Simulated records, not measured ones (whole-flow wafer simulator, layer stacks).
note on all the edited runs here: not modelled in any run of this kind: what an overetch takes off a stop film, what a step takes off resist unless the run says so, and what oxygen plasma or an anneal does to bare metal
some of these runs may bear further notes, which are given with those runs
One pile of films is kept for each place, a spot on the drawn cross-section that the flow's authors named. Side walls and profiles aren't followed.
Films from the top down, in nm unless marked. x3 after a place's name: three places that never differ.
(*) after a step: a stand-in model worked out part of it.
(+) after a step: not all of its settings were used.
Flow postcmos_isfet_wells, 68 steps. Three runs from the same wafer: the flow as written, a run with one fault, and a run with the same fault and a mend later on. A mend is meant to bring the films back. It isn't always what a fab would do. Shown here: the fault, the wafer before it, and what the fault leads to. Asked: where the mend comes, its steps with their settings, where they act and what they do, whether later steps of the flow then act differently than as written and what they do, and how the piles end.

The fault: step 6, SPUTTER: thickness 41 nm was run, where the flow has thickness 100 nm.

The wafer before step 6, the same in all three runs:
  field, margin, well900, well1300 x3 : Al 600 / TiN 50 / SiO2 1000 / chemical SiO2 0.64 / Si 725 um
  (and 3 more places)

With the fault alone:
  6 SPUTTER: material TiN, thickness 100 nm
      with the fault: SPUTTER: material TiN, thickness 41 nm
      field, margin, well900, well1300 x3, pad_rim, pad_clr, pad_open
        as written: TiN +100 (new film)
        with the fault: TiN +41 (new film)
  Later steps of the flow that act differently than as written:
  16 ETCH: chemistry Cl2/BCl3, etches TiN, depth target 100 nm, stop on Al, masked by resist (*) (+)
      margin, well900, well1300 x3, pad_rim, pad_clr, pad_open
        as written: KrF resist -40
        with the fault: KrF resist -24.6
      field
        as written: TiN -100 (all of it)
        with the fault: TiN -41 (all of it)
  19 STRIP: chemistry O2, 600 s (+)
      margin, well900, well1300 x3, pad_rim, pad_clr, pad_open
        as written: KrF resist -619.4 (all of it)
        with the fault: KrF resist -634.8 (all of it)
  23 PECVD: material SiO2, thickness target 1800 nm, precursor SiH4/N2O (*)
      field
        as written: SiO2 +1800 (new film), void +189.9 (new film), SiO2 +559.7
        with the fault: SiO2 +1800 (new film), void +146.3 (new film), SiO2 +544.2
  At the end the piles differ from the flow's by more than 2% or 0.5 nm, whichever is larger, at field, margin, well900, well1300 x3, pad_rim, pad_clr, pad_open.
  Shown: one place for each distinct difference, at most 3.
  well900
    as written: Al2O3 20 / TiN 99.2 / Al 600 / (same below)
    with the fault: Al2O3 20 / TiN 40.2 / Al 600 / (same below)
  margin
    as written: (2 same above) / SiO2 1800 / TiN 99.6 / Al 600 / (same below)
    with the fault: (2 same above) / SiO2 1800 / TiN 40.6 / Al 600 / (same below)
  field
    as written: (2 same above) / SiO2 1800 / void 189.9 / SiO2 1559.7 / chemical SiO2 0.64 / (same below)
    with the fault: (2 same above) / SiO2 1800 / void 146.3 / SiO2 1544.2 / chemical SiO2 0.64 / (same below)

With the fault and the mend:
  The mend comes after step 15.
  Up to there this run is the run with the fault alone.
  15a STRIP: chemistry O2, 600 s (+)
      margin, well900, well1300 x3, pad_rim, pad_clr, pad_open
        KrF resist -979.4 (all of it)
  15b SPUTTER: material TiN, thickness 59 nm (the flow's step 6 once more, with other settings)
      field, margin, well900, well1300 x3, pad_rim, pad_clr, pad_open
        TiN +59
  15c HMDS: 30 s (the flow's step 8 once more)
      changes no film at any place that is followed
  15d COAT: KrF resist (the flow's step 9 once more)
      field, margin, well900, well1300 x3, pad_rim, pad_clr, pad_open
        KrF resist +1000 (new film)
  15e SOFTBAKE: material KrF resist (the flow's step 10 once more)
      changes no film at any place that is followed
  15f EBR (the flow's step 11 once more)
      changes no film at any place that is followed
  15g EXPOSE: photomask PLATE, NA 0.55, wavelength 248 nm (*) (the flow's step 12 once more)
      changes no film at any place that is followed
  15h PEB (the flow's step 13 once more)
      field, margin, well900, well1300 x3, pad_rim, pad_clr, pad_open
        KrF resist -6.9
  15i DEVELOP: 60 s (the flow's step 14 once more)
      margin, well900, well1300 x3, pad_rim, pad_clr, pad_open
        KrF resist -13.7
      field
        KrF resist -993.1 (all of it)
  No later step of the flow acts differently than as written at any place that is followed.
  At the end the piles are the same as the flow's at every place that both follow.
